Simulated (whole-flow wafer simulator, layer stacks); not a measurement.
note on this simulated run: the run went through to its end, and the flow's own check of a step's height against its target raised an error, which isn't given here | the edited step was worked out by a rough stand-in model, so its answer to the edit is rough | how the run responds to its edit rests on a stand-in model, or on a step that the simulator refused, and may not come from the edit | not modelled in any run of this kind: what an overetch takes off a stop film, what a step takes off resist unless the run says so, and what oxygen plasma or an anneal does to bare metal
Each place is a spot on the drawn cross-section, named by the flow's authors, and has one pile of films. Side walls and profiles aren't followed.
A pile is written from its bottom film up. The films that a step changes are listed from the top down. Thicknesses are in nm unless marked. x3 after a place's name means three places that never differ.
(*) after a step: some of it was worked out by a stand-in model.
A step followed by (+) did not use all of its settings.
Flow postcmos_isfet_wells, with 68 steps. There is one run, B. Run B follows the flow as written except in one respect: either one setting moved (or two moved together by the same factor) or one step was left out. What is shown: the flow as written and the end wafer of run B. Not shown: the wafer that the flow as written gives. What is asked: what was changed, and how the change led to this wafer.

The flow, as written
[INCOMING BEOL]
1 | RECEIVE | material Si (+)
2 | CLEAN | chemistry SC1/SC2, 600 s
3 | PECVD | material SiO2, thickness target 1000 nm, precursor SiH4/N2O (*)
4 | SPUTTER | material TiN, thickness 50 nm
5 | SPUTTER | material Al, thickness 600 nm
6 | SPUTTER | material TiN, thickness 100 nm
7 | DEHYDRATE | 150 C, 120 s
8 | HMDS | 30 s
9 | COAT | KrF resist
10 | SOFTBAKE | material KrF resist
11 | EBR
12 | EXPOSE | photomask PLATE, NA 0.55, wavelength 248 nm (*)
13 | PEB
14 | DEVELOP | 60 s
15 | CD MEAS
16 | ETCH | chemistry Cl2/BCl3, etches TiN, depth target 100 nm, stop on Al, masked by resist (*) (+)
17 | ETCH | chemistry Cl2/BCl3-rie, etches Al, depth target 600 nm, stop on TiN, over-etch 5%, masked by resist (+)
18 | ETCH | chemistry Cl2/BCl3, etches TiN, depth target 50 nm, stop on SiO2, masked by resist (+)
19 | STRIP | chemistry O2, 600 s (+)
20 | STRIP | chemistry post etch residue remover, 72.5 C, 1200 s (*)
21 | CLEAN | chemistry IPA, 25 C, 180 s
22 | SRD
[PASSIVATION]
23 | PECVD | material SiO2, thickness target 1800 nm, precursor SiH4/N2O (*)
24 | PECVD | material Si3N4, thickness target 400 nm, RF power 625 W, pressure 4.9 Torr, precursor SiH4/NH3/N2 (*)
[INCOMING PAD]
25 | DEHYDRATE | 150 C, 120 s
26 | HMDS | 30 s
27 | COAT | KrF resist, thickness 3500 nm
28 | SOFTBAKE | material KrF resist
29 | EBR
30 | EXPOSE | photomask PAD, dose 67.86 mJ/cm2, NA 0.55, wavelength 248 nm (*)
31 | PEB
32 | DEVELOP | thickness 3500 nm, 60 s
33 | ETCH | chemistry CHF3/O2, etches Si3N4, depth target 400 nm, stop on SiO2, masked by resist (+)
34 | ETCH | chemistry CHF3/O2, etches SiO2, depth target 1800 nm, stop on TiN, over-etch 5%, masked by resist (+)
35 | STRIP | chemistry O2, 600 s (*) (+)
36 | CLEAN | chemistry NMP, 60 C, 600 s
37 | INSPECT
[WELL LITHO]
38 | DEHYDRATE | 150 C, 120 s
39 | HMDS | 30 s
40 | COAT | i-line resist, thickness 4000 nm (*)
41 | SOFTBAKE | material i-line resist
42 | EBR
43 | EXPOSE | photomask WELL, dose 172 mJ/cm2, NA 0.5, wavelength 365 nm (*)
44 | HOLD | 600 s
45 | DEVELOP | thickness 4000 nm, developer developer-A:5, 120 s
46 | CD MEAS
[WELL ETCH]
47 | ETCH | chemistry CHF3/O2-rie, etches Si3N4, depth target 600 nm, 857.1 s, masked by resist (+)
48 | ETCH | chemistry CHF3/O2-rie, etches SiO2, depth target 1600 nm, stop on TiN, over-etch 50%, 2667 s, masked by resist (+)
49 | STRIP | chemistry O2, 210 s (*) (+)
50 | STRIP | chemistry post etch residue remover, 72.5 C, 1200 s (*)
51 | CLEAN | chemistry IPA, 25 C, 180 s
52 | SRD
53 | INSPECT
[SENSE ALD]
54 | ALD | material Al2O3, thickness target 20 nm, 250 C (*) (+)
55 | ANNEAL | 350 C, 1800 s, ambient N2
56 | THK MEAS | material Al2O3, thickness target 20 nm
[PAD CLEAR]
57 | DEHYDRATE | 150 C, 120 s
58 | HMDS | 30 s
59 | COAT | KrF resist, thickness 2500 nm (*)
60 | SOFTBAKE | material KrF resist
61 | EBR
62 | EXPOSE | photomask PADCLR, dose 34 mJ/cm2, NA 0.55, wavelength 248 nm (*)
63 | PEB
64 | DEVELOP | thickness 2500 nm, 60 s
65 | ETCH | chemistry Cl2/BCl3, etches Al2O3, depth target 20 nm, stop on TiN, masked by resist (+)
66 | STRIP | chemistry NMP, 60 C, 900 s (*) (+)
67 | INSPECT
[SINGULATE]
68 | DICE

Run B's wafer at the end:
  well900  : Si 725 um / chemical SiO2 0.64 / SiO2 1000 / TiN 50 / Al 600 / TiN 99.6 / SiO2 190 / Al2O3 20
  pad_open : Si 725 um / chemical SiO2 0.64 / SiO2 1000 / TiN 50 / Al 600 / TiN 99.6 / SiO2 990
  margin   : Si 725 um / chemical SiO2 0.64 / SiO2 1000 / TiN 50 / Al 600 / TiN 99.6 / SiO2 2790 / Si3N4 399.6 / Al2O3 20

The reason: step 23, PECVD: thickness target 2790 nm was run, while the flow as written has thickness target 1800 nm.
The wafer lets one read it off: margin has SiO2 2790, and step 23 as written asks for 1800 nm.

How this came from the change, step by step:
  23 | PECVD | material SiO2, thickness target 1800 nm, precursor SiH4/N2O (*)
      margin, well900, well1300 x3, pad_rim, pad_clr, pad_open: SiO2 gains 2790 (new film) (as written it would have been: SiO2 gains 1800 (new film))
      field: SiO2 gains 2790 (new film), void gains 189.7 (new film), SiO2 gains 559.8 (as written it would have been: SiO2 gains 1800 (new film), void gains 189.9 (new film), SiO2 gains 559.7)
  34 | ETCH | chemistry CHF3/O2, etches SiO2, depth target 1800 nm, stop on TiN, over-etch 5%, masked by resist (+)
      pad_open: SiO2 loses 1800 (as written it would have been: SiO2 loses 1800 (all of it))
  48 | ETCH | chemistry CHF3/O2-rie, etches SiO2, depth target 1600 nm, stop on TiN, over-etch 50%, 2667 s, masked by resist (+)
      well900, well1300 x3: SiO2 loses 2400 (as written it would have been: SiO2 loses 1600 (all of it))
  59 | COAT | KrF resist, thickness 2500 nm (*)
      field: KrF resist gains 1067 (new film) (as written it would have been: KrF resist gains 1449 (new film))
      margin: KrF resist gains 1066.9 (new film) (as written it would have been: KrF resist gains 1448.9 (new film))
  63 | PEB
      field, margin: KrF resist loses 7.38 (as written it would have been: KrF resist loses 10.1)
  66 | STRIP | chemistry NMP, 60 C, 900 s (*) (+)
      field: KrF resist loses 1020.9 (all of it) (as written it would have been: KrF resist loses 1400.1 (all of it))
      margin: KrF resist loses 1020.8 (all of it) (as written it would have been: KrF resist loses 1400.1 (all of it))
